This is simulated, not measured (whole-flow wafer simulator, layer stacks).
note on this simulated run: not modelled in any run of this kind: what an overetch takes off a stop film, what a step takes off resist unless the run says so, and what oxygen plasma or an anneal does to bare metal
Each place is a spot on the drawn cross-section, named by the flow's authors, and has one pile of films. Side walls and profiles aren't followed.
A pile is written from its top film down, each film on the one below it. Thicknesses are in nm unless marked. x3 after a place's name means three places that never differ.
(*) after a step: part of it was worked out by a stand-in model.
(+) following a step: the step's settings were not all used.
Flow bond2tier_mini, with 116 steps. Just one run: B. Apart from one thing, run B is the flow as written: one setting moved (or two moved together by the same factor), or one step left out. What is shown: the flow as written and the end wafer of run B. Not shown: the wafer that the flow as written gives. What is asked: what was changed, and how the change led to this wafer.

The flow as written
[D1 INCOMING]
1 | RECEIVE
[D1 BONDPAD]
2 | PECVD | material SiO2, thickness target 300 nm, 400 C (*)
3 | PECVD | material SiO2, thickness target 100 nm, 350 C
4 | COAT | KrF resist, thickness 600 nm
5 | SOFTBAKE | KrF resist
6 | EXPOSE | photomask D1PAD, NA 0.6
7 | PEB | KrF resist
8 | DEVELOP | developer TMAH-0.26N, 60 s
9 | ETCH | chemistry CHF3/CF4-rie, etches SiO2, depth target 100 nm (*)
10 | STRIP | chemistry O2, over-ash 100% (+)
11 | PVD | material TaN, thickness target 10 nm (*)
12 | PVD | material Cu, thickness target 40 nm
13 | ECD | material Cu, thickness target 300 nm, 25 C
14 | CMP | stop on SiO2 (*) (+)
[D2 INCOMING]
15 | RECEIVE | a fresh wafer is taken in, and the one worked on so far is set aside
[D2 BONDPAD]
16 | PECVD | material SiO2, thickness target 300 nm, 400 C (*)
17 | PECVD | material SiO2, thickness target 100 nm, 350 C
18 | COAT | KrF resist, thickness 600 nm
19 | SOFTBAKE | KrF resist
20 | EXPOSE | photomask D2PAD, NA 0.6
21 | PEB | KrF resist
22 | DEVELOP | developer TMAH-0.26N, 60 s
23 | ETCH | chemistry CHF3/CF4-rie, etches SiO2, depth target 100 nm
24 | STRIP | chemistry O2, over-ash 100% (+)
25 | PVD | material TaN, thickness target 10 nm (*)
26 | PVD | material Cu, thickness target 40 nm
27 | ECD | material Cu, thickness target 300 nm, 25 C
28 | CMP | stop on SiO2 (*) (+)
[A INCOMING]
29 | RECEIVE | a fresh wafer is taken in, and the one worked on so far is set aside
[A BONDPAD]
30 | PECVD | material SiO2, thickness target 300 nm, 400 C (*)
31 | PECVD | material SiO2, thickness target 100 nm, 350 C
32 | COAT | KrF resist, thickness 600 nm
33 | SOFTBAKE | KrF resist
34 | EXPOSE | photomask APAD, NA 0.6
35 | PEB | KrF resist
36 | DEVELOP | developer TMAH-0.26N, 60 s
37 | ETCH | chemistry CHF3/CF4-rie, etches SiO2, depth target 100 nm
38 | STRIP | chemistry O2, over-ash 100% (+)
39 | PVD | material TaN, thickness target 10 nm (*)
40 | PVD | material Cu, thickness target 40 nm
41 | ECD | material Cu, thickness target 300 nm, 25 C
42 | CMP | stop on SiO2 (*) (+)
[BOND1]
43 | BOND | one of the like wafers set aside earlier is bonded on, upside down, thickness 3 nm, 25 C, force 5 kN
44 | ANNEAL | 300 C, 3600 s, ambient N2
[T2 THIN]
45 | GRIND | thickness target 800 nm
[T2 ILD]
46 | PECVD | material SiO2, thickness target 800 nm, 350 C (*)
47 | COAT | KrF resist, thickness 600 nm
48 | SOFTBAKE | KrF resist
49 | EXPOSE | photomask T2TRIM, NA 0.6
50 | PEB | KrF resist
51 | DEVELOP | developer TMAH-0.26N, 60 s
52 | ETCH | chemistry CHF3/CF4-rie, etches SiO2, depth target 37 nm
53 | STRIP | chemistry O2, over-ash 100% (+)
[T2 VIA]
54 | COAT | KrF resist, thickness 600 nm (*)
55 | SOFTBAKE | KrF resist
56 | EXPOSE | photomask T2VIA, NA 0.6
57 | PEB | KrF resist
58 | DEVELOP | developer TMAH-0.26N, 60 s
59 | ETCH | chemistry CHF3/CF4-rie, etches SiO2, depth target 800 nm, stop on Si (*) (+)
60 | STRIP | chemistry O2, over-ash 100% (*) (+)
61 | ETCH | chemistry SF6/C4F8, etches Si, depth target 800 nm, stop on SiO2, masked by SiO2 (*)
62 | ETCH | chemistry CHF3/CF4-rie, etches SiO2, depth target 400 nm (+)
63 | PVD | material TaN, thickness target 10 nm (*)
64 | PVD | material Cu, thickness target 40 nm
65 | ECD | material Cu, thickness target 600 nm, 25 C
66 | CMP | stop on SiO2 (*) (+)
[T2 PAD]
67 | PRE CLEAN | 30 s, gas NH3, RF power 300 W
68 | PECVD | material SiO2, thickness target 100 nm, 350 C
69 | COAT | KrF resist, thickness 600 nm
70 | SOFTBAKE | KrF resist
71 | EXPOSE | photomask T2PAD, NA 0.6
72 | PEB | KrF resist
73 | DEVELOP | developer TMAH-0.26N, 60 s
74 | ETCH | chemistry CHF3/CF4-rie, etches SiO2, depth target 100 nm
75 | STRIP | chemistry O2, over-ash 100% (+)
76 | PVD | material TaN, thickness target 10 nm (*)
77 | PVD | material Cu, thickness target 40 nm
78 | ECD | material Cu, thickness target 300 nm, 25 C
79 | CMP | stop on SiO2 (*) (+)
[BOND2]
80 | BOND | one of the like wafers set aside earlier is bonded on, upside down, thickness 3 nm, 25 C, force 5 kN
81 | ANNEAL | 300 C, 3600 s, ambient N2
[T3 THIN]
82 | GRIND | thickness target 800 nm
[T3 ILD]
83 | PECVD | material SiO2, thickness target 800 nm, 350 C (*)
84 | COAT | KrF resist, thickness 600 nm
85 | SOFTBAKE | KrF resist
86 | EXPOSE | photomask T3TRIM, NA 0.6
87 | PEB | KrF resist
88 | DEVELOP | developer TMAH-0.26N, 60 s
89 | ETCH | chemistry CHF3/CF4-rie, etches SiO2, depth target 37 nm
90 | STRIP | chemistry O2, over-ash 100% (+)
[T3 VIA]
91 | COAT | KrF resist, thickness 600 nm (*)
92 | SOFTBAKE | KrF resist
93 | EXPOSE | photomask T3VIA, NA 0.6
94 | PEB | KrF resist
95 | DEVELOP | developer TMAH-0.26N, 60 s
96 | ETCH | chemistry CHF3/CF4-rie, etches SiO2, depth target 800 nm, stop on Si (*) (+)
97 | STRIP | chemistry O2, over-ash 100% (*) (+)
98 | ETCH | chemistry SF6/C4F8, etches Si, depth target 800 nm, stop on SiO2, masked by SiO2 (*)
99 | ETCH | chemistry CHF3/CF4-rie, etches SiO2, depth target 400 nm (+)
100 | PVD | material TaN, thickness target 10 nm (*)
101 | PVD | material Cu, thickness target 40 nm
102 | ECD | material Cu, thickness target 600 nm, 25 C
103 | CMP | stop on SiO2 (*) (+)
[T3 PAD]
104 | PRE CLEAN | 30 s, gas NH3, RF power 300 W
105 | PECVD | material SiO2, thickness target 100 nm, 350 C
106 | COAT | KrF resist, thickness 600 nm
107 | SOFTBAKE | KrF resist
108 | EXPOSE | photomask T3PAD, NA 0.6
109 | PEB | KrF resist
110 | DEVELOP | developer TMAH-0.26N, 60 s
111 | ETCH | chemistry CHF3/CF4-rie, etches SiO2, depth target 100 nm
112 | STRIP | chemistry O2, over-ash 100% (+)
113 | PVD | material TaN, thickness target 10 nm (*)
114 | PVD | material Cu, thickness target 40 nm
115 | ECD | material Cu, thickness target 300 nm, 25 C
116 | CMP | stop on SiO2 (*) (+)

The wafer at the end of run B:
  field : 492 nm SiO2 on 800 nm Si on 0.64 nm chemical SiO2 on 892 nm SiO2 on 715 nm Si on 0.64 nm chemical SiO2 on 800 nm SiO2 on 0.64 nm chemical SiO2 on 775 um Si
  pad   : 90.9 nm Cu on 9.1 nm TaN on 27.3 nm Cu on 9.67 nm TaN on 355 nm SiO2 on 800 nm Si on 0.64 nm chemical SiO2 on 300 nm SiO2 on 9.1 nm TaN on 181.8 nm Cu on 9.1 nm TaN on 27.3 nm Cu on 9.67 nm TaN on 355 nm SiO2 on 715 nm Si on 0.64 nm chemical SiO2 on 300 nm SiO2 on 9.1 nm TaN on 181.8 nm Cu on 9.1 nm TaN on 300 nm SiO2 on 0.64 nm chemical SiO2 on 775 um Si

The reason: step 45, GRIND: thickness target 715 nm was run, whereas the flow has thickness target 800 nm.
The wafer itself shows it: field has Si 715, and step 45 as written asks for 800 nm.

How this came from the change, step by step:
  45 | GRIND | thickness target 800 nm
      field, pad, via: Si loses 774.28 um (in the flow as written it would be: Si loses 774.2 um)
